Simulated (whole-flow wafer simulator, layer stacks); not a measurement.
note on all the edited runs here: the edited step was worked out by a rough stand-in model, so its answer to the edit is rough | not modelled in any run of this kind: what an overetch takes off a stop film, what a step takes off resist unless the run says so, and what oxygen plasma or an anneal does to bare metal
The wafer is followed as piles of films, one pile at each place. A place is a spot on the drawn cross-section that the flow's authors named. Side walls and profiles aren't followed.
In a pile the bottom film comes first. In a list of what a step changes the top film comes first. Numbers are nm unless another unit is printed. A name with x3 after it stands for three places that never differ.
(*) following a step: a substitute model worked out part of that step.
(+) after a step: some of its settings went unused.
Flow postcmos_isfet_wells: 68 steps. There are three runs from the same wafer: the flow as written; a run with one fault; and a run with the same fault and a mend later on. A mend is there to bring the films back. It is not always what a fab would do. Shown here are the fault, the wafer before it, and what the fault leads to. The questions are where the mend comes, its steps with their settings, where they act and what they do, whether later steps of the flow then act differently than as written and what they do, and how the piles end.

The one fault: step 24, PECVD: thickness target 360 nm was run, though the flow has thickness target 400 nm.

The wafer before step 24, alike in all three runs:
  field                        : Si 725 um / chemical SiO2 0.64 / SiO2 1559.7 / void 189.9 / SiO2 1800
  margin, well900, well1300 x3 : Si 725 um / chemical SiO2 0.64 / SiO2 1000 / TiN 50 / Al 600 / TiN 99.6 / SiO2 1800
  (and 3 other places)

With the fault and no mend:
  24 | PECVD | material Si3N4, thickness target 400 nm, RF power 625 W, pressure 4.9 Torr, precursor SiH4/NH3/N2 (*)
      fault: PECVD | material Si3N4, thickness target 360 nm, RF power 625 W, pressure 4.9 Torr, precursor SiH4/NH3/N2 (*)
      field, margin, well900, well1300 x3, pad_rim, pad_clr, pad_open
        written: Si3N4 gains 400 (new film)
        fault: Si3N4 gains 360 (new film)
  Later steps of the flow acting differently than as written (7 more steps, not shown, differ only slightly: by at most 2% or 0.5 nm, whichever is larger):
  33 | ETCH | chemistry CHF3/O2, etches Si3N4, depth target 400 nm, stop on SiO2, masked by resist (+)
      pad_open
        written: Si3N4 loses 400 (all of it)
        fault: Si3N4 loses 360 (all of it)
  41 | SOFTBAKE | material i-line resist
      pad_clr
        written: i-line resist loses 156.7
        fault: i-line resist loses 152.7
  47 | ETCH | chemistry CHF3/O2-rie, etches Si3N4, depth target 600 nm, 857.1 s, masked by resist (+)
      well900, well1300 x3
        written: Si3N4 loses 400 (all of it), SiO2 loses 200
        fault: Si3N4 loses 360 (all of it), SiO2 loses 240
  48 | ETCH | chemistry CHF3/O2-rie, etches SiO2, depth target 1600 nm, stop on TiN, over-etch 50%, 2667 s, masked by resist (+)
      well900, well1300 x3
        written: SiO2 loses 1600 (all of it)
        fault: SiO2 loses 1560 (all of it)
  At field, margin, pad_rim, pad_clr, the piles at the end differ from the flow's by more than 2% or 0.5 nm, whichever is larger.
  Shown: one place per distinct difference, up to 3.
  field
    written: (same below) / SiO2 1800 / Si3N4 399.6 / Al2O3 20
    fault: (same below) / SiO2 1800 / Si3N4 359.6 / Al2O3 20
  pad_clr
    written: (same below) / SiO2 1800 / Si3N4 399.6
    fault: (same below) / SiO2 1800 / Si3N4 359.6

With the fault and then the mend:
  After step 24 comes the mend.
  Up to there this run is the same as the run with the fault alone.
  24a | PECVD | material Si3N4, thickness target 40 nm, RF power 625 W, pressure 4.9 Torr, precursor SiH4/NH3/N2 (a further turn of the flow's step 24, with different settings)
      field, margin, well900, well1300 x3, pad_rim, pad_clr, pad_open
        Si3N4 gains 40
  Later steps of the flow that are run all act as written at every place that is followed.
  The piles end the same as the flow's at every place that both follow.
